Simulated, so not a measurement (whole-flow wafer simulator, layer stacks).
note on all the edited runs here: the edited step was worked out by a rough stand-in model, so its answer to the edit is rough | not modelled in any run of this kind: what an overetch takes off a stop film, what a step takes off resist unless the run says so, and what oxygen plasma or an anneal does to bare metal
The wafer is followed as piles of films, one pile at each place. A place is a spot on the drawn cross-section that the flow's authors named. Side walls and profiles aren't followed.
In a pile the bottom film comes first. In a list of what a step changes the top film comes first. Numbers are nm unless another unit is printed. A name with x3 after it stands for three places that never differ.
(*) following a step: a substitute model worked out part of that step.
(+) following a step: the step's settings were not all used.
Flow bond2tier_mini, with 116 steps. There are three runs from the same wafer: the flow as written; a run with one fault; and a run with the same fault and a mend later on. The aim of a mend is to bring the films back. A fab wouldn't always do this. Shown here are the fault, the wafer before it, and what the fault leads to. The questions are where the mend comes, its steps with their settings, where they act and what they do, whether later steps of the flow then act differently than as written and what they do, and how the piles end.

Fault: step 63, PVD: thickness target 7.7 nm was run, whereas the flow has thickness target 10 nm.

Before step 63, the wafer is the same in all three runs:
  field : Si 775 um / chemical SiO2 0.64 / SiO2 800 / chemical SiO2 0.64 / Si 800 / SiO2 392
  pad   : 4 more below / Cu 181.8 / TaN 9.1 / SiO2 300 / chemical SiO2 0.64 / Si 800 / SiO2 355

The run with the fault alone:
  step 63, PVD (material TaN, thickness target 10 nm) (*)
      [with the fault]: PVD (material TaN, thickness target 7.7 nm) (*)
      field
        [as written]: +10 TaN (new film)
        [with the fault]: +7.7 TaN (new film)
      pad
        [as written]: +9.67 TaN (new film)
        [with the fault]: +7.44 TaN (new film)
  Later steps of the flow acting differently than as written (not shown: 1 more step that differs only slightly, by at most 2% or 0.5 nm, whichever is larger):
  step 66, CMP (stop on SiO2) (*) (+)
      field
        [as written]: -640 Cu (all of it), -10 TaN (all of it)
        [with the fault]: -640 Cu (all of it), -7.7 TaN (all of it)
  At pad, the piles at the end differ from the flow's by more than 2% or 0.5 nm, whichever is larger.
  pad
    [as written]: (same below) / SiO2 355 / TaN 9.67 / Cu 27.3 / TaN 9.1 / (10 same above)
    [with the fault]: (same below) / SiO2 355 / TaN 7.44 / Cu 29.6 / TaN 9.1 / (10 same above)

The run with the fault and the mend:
  The mend stands after step 63.
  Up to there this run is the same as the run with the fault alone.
  step 63a, PVD (material TaN, thickness target 2.3 nm) (*) (the flow's step 63 again, with other settings)
      field
        +2.3 TaN
      pad
        +2.22 TaN
  Later steps of the flow that are run all act as written at every place that is followed.
  The piles end the same as the flow's at every place that both follow.
